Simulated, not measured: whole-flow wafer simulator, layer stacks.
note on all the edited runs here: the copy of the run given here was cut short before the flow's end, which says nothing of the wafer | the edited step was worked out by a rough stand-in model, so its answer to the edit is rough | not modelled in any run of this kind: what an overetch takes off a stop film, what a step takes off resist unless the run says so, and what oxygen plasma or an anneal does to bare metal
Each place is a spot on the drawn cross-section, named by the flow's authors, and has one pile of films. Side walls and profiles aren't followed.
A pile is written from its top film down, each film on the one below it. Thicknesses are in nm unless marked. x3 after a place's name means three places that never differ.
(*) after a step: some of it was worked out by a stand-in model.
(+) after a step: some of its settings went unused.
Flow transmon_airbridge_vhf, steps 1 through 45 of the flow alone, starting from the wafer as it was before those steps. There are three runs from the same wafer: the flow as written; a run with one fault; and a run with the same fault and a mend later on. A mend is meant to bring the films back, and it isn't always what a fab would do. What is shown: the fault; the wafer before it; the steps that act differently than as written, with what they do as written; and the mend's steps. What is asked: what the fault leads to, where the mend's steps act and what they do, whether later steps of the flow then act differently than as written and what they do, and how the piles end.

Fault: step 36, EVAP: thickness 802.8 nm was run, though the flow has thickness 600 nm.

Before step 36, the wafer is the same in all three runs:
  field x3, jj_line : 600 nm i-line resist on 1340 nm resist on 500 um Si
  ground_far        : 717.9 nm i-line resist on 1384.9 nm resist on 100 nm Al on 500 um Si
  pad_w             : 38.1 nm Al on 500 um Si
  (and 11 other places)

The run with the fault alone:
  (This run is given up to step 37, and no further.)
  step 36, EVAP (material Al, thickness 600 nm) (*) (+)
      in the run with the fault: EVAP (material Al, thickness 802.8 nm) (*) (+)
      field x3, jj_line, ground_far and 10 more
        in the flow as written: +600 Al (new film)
        in the run with the fault: +802.8 Al (new film)
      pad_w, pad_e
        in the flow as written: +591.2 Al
        in the run with the fault: +791.1 Al
  Steps later in the flow that act otherwise than as written:
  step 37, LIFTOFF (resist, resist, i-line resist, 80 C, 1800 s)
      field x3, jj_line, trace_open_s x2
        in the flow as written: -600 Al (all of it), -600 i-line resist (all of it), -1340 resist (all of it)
        in the run with the fault: -802.8 Al (all of it), -600 i-line resist (all of it), -1340 resist (all of it)
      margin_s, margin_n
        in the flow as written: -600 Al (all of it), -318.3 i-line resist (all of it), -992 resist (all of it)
        in the run with the fault: -802.8 Al (all of it), -318.3 i-line resist (all of it), -992 resist (all of it)
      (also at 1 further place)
  After step 37, at pad_w, flank_w, gap_w, cpw_trace, gap_e, flank_e, pad_e, bridge_strip, the piles differ from the flow's by more than 2% or 0.5 nm, whichever is larger.
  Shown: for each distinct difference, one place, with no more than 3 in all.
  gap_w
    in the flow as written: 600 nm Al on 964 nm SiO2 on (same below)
    in the run with the fault: 802.8 nm Al on 964 nm SiO2 on (same below)
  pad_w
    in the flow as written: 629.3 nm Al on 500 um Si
    in the run with the fault: 829.1 nm Al on 500 um Si
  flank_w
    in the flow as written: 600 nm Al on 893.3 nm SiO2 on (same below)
    in the run with the fault: 802.8 nm Al on 893.3 nm SiO2 on (same below)

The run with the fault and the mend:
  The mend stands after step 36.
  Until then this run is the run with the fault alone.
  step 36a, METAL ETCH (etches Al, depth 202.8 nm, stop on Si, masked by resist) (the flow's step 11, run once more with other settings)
      field x3, jj_line, ground_far and 12 more
        -202.8 Al
  Later steps of the flow that are run all act as written at every place that is followed, up to a difference of at most 2% or 0.5 nm, whichever is larger.
  The piles end only slightly different from the flow's at the places that both follow, by no more than 2% or 0.5 nm, whichever is larger.
